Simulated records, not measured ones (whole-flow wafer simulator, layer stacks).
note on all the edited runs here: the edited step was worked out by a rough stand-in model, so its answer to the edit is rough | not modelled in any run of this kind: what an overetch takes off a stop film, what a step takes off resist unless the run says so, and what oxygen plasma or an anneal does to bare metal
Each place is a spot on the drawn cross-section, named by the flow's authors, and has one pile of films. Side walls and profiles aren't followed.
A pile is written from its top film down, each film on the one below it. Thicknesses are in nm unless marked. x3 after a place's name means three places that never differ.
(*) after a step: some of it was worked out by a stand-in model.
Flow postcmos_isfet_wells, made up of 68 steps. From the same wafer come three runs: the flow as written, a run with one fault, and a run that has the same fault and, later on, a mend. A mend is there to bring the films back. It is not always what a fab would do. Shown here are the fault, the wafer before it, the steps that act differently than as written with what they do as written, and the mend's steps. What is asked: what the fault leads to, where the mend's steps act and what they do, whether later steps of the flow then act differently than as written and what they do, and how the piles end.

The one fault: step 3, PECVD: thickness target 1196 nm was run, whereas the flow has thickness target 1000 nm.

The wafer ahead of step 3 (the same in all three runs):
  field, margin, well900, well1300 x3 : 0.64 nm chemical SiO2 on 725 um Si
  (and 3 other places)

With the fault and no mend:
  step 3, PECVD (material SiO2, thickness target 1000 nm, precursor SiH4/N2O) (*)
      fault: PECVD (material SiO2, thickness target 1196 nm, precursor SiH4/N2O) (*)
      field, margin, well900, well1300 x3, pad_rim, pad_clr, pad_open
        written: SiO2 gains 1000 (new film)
        fault: SiO2 gains 1196 (new film)
  None of the later steps of the flow acts differently than as written at any place that is followed.
  By the end, the piles at field, margin, well900, well1300 x3, pad_rim, pad_clr, pad_open depart from the flow's by more than 2% or 0.5 nm, whichever is larger.
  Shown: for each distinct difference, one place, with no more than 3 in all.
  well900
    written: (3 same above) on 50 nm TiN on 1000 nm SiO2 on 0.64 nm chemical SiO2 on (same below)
    fault: (3 same above) on 50 nm TiN on 1196 nm SiO2 on 0.64 nm chemical SiO2 on (same below)
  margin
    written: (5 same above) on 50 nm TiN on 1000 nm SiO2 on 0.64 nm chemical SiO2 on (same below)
    fault: (5 same above) on 50 nm TiN on 1196 nm SiO2 on 0.64 nm chemical SiO2 on (same below)
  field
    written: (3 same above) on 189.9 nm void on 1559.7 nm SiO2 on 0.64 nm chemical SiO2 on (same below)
    fault: (3 same above) on 189.9 nm void on 1755.7 nm SiO2 on 0.64 nm chemical SiO2 on (same below)

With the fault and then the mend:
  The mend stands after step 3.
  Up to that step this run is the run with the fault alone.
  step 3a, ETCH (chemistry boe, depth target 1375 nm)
      field, margin, well900, well1300 x3, pad_rim, pad_clr, pad_open
        SiO2 loses 1196 (all of it), chemical SiO2 loses 0.64 (all of it)
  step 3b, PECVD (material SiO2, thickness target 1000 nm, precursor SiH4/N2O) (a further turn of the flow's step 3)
      field, margin, well900, well1300 x3, pad_rim, pad_clr, pad_open
        SiO2 gains 1000 (new film)
  None of the later steps of the flow acts differently than as written at any place that is followed.
  By the end, the piles at field, margin, well900, well1300 x3, pad_rim, pad_clr, pad_open depart from the flow's by more than 2% or 0.5 nm, whichever is larger.
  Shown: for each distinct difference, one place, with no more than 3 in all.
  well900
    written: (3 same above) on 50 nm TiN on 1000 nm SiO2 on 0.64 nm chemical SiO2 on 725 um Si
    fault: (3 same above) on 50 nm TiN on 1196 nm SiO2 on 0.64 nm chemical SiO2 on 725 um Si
    mend: (3 same above) on 50 nm TiN on 1000 nm SiO2 on 725 um Si
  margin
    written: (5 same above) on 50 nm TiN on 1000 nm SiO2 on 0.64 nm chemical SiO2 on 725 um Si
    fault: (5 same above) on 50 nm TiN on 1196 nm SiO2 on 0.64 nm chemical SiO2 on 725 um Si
    mend: (5 same above) on 50 nm TiN on 1000 nm SiO2 on 725 um Si
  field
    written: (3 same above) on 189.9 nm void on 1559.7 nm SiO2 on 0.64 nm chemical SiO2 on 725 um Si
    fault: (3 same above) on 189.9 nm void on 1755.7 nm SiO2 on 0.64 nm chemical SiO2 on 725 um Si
    mend: (3 same above) on 189.9 nm void on 1559.7 nm SiO2 on 725 um Si
